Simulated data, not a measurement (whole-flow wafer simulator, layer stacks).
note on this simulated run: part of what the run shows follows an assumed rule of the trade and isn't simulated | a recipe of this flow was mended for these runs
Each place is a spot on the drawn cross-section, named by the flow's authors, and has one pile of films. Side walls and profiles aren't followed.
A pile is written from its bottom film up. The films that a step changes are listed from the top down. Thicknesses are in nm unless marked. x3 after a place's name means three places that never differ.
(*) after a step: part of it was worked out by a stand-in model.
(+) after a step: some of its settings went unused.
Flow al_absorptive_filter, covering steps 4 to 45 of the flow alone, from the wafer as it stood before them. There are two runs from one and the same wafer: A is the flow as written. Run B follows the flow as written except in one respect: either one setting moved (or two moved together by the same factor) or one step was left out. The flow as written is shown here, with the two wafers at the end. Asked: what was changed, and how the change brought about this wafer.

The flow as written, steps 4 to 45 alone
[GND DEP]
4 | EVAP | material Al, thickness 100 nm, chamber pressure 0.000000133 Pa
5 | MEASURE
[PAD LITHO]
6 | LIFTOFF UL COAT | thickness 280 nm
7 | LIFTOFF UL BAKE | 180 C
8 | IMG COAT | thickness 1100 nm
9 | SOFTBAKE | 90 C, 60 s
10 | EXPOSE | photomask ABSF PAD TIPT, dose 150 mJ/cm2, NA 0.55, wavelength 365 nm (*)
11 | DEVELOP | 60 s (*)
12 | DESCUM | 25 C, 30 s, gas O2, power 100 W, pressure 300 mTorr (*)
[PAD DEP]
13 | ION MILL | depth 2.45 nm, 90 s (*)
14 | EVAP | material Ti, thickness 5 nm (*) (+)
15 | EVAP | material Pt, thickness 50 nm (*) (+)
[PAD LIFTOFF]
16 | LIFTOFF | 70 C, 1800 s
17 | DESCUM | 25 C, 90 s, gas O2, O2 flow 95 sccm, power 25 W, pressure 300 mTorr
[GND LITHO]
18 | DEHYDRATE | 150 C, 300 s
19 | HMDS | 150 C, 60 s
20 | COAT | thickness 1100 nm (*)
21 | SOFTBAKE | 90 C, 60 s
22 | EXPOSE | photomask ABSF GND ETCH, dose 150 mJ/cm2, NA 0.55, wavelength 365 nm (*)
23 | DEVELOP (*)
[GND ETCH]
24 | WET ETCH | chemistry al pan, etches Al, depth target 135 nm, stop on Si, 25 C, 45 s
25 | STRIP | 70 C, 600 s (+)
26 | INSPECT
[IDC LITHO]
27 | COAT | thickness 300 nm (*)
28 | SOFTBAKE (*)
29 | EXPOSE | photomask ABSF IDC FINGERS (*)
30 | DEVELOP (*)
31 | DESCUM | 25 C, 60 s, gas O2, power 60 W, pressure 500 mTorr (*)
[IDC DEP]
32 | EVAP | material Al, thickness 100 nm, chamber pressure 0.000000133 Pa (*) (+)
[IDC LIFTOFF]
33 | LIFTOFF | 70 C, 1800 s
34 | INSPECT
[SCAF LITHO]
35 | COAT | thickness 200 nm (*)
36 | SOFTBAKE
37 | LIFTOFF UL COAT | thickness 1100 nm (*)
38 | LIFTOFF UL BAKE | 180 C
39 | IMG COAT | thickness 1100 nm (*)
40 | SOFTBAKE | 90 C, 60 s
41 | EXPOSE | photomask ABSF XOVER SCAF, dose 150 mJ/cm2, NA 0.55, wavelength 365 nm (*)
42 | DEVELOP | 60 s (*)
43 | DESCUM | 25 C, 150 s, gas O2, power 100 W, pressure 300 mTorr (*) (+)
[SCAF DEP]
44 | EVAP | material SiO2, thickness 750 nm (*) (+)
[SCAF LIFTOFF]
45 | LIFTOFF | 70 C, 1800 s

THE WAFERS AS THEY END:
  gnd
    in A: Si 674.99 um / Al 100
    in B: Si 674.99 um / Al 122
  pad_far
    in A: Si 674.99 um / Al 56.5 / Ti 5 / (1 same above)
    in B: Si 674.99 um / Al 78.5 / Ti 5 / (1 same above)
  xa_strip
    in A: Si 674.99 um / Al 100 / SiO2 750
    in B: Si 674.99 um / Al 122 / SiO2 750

Cause: step 4, EVAP: thickness 122 nm was run, whereas the flow has thickness 100 nm.
The wafer lets one read it off: gnd has Al 122, and step 4 as written asks for 100 nm.

The path from the change to this, step by step:
  4 | EVAP | material Al, thickness 100 nm, chamber pressure 0.000000133 Pa
      gnd, pad_far, pad_near and 11 more: A Al gains 100 (new film) | B Al gains 122 (new film)
  24 | WET ETCH | chemistry al pan, etches Al, depth target 135 nm, stop on Si, 25 C, 45 s
      res, xl_gap, idc_field, idc_line, idc_space: A Al loses 86.7 (all of it) | B Al loses 108.7 (all of it)
  27 | COAT | thickness 300 nm (*)
      ledge: A e-beam-resist gains 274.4 (new film) | B e-beam-resist gains 268 (new film)
      res: A e-beam-resist gains 349.6 (new film) | B e-beam-resist gains 359.8 (new film)
      (and at 1 other place as well)
  33 | LIFTOFF | 70 C, 1800 s
      ledge: A Al loses 100 (all of it), e-beam-resist loses 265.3 (all of it) | B Al loses 100 (all of it), e-beam-resist loses 258.9 (all of it)
      res: A Al loses 100 (all of it), e-beam-resist loses 340.6 (all of it) | B Al loses 100 (all of it), e-beam-resist loses 350.8 (all of it)
      (and at 1 other place as well)
  35 | COAT | thickness 200 nm (*)
      ledge: A acrylic-e-beam-resist gains 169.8 (new film) | B acrylic-e-beam-resist gains 162.7 (new film)
      res: A acrylic-e-beam-resist gains 231.4 (new film) | B acrylic-e-beam-resist gains 237.3 (new film)
      (and at 1 other place as well)
  43 | DESCUM | 25 C, 150 s, gas O2, power 100 W, pressure 300 mTorr (*) (+)
      gnd, pad_far, pad_near and 7 more: A i-line-resist loses 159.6 | B i-line-resist loses 168
      xl_gap: A acrylic-e-beam-resist loses 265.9 (all of it) | B acrylic-e-beam-resist loses 279.9 (all of it)
  45 | LIFTOFF | 70 C, 1800 s
      ledge: A SiO2 loses 750 (all of it), i-line-resist loses 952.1 (all of it), lift-off-underlayer loses 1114 (all of it), acrylic-e-beam-resist loses 169.8 (all of it) | B SiO2 loses 750 (all of it), i-line-resist loses 946.7 (all of it), lift-off-underlayer loses 1116.5 (all of it), acrylic-e-beam-resist loses 162.7 (all of it)
      res: A SiO2 loses 750 (all of it), i-line-resist loses 956.3 (all of it), lift-off-underlayer loses 1148.2 (all of it), acrylic-e-beam-resist loses 231.4 (all of it) | B SiO2 loses 750 (all of it), i-line-resist loses 951.7 (all of it), lift-off-underlayer loses 1159.1 (all of it), acrylic-e-beam-resist loses 237.3 (all of it)
